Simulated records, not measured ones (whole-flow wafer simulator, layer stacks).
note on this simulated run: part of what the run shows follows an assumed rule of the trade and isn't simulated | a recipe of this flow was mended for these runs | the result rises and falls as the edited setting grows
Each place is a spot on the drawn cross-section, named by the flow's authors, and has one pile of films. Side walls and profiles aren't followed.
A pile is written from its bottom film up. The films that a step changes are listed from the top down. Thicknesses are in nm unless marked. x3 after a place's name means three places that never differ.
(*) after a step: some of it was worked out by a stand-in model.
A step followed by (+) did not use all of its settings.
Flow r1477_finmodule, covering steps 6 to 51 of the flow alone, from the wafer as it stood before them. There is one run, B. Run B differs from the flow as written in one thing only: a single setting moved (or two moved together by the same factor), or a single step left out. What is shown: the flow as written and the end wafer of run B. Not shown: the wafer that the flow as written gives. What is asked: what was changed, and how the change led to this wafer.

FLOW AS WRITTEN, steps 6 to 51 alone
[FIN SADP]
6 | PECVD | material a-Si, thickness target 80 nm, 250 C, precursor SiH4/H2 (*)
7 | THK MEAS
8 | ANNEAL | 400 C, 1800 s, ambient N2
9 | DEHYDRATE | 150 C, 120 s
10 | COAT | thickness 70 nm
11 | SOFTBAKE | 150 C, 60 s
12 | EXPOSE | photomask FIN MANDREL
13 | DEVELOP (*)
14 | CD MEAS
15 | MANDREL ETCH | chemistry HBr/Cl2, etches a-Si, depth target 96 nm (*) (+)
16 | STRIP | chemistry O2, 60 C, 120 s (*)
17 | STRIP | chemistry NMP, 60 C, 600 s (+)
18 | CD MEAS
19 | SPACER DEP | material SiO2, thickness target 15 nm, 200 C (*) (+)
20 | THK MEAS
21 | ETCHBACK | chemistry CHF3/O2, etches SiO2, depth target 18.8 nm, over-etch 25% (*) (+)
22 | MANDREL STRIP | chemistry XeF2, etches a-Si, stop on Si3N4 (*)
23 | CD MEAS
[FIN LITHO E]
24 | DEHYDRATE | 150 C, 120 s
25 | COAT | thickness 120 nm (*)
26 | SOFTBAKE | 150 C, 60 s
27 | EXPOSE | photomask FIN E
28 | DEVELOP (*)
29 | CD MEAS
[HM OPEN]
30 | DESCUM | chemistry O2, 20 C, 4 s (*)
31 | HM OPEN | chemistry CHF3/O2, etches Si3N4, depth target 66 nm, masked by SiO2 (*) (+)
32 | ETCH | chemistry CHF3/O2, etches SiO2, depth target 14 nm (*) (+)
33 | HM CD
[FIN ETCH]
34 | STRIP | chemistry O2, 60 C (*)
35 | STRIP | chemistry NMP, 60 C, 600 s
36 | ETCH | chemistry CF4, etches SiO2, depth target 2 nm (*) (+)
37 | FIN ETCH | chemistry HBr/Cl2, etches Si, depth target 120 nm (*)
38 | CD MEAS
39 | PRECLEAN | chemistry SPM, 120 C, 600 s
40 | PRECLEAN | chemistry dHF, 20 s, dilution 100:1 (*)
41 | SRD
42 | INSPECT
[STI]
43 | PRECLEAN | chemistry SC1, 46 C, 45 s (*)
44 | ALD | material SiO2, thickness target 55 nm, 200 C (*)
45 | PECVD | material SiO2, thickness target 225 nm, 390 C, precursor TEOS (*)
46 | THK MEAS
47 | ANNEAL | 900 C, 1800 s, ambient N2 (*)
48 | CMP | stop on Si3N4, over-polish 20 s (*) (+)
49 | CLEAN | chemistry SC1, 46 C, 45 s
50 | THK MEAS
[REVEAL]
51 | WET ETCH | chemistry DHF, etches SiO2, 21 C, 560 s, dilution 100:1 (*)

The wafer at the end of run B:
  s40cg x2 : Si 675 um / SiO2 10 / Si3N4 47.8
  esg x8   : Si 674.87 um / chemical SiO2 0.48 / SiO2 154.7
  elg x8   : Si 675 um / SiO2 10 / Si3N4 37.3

Cause: step 21, ETCHBACK: depth target 14.7 nm was run, though the flow has depth target 18.8 nm.

How this came from the change, step by step:
  21 | ETCHBACK | chemistry CHF3/O2, etches SiO2, depth target 18.8 nm, over-etch 25% (*) (+)
      pad x2, elg x8, esg x8, s40sg x2, s45sg x2, s50sg x2: -14.7 SiO2 (in the flow as written it would be: -15 SiO2 (all of it), -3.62 Si3N4)
      s40cg x2, s45cg x2, s50cg x2: -14.7 SiO2 (in the flow as written it would be: -15 SiO2 (all of it), -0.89 chemical SiO2 (all of it), -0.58 a-Si)
  22 | MANDREL STRIP | chemistry XeF2, etches a-Si, stop on Si3N4 (*)
      s40cg x2, s45cg x2, s50cg x2: nothing (in the flow as written it would be: -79 a-Si (all of it))
  25 | COAT | thickness 120 nm (*)
      s40cg x2: +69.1 e-beam-resist (new film) (in the flow as written it would be: +136.7 e-beam-resist (new film))
      s40sg x2: +151.8 e-beam-resist (new film) (in the flow as written it would be: +142.6 e-beam-resist (new film))
      (also at 14 further places)
  28 | DEVELOP (*)
      s40cg x2: -69.1 e-beam-resist (all of it) (in the flow as written it would be: -136.7 e-beam-resist (all of it))
      s40sg x2: -151.8 e-beam-resist (all of it) (in the flow as written it would be: -142.6 e-beam-resist (all of it))
      (also at 14 further places)
  31 | HM OPEN | chemistry CHF3/O2, etches Si3N4, depth target 66 nm, masked by SiO2 (*) (+)
      pad x2, esg x8, s40sg x2, s45sg x2, s50sg x2: -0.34 SiO2 (all of it), -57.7 Si3N4 (all of it), -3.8 SiO2 (in the flow as written it would be: -54.1 Si3N4 (all of it), -5.95 SiO2)
      s40cg x2, s45cg x2, s50cg x2: -0.36 SiO2 (all of it), -0.89 chemical SiO2 (all of it), -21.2 a-Si (in the flow as written it would be: -60 Si3N4 (all of it), -3 SiO2)
      (also at 6 further places)
  32 | ETCH | chemistry CHF3/O2, etches SiO2, depth target 14 nm (*) (+)
      s40cg x2, s45cg x2, s50cg x2: -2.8 a-Si (in the flow as written it would be: -7 SiO2 (all of it), -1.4 Si)
      s40sg_line x2, s45sg_line x2: -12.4 Si3N4 (in the flow as written it would be: -14 SiO2)
      (also at 18 further places)
  34 | STRIP | chemistry O2, 60 C (*)
      s40cg x2, s45cg x2, s50cg x2: +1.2 chemical SiO2 (new film), -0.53 a-Si (in the flow as written it would be: +1.2 chemical SiO2 (new film), -0.53 Si)
  36 | ETCH | chemistry CF4, etches SiO2, depth target 2 nm (*) (+)
      s40cg x2, s45cg x2, s50cg x2: -1.2 chemical SiO2 (all of it), -0.67 a-Si (in the flow as written it would be: -1.2 chemical SiO2 (all of it), -0.67 Si)
      s40sg_line x2: -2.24 Si3N4 (in the flow as written it would be: -2 SiO2)
      (also at 4 further places)
  37 | FIN ETCH | chemistry HBr/Cl2, etches Si, depth target 120 nm (*)
      s40cg x2, s45cg x2, s50cg x2: -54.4 a-Si (all of it), -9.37 Si3N4 (in the flow as written it would be: -120 Si)
      s40sg_line x2: -7.06 Si3N4 (all of it), -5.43 SiO2 (in the flow as written it would be: -9.23 SiO2)
      (also at 4 further places)
  39 | PRECLEAN | chemistry SPM, 120 C, 600 s
      s40cg x2, s45cg x2, s50cg x2: nothing (in the flow as written it would be: +0.8 chemical SiO2 (new film), -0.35 Si)
  40 | PRECLEAN | chemistry dHF, 20 s, dilution 100:1 (*)
      s40cg x2, s45cg x2, s50cg x2: -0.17 Si3N4 (in the flow as written it would be: -0.8 chemical SiO2 (all of it))
      s40sg_line x2, s45sg_line x2, s50sg_line x2: -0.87 SiO2 (in the flow as written it would be: -3.61 SiO2)
  43 | PRECLEAN | chemistry SC1, 46 C, 45 s (*)
      s40cg x2, s45cg x2, s50cg x2: nothing (in the flow as written it would be: +0.48 chemical SiO2 (new film), -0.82 Si)
  44 | ALD | material SiO2, thickness target 55 nm, 200 C (*)
      s40cg x2, s45cg x2, s50cg x2: +55 SiO2 (new film) (in the flow as written it would be: +263.2 SiO2 (new film))
      s40sg x2, s45sg x2, s50sg x2: +239 SiO2 (new film) (in the flow as written it would be: +263.8 SiO2 (new film))
  48 | CMP | stop on Si3N4, over-polish 20 s (*) (+)
      s40cg x2, s45cg x2, s50cg x2: -269.9 SiO2 (all of it), -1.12 Si3N4 (in the flow as written it would be: -288.1 SiO2)
      elg x8, esg x8: -258.9 SiO2 (in the flow as written it would be: -247.6 SiO2)
      (also at 8 further places)
  51 | WET ETCH | chemistry DHF, etches SiO2, 21 C, 560 s, dilution 100:1 (*)
      s40cg x2, s45cg x2, s50cg x2: -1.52 Si3N4 (in the flow as written it would be: -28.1 SiO2)
      elg x8: -11 SiO2 (all of it), -0.97 Si3N4 (in the flow as written it would be: -22.3 SiO2 (all of it), -0.41 Si3N4)
